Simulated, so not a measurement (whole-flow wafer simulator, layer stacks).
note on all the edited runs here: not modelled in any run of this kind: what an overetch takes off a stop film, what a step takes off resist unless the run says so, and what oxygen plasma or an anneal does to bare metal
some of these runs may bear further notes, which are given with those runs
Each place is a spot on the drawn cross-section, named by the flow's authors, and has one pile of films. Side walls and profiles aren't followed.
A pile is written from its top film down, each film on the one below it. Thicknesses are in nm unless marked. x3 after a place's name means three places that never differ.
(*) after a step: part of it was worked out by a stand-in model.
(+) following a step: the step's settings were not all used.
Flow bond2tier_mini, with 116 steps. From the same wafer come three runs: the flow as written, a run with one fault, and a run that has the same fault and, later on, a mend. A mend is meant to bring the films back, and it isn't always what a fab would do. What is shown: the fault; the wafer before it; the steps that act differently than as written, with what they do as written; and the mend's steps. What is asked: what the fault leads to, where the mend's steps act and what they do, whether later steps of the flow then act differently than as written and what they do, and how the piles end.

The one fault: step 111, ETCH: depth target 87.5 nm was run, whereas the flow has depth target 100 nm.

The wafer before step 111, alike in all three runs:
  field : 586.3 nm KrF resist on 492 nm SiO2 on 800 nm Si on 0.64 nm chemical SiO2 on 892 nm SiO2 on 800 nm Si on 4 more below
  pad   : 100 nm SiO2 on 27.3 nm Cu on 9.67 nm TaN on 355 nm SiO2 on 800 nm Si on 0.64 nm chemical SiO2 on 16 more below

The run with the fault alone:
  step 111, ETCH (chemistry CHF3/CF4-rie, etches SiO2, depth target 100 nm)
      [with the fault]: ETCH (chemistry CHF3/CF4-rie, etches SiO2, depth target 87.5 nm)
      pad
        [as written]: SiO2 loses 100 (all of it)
        [with the fault]: SiO2 loses 87.5
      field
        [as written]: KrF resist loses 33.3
        [with the fault]: KrF resist loses 29.2
  Steps further on in the flow that do not act as written (3 more steps, not shown, differ only slightly: by at most 2% or 0.5 nm, whichever is larger):
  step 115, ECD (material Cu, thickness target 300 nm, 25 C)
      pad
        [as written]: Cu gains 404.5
        [with the fault]: Cu gains 391.4
  By the end, the piles at pad depart from the flow's by more than 2% or 0.5 nm, whichever is larger.
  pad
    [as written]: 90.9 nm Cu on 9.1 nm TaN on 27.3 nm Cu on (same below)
    [with the fault]: 78.3 nm Cu on 9.21 nm TaN on 12.5 nm SiO2 on 27.3 nm Cu on (same below)

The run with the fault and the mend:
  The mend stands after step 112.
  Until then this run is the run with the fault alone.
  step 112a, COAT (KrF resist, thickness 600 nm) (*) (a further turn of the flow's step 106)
      field
        KrF resist gains 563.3 (new film)
      pad
        KrF resist gains 638.4 (new film)
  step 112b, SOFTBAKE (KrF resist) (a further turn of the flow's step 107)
      leaves every film unchanged at each place that is followed
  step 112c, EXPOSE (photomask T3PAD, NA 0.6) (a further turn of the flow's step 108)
      leaves every film unchanged at each place that is followed
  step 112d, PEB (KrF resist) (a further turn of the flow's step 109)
      leaves every film unchanged at each place that is followed
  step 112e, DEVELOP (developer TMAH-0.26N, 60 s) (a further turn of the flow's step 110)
      field
        KrF resist loses 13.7
      pad
        KrF resist loses 638.4 (all of it)
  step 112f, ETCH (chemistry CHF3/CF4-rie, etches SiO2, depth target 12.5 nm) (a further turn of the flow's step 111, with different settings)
      field
        KrF resist loses 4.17
      pad
        SiO2 loses 12.5 (all of it)
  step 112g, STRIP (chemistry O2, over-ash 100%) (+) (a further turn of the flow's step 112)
      field
        KrF resist loses 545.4 (all of it)
  None of the later steps of the flow acts differently than as written at any place that is followed.
  By the end, the piles equal the flow's at every place that both follow.
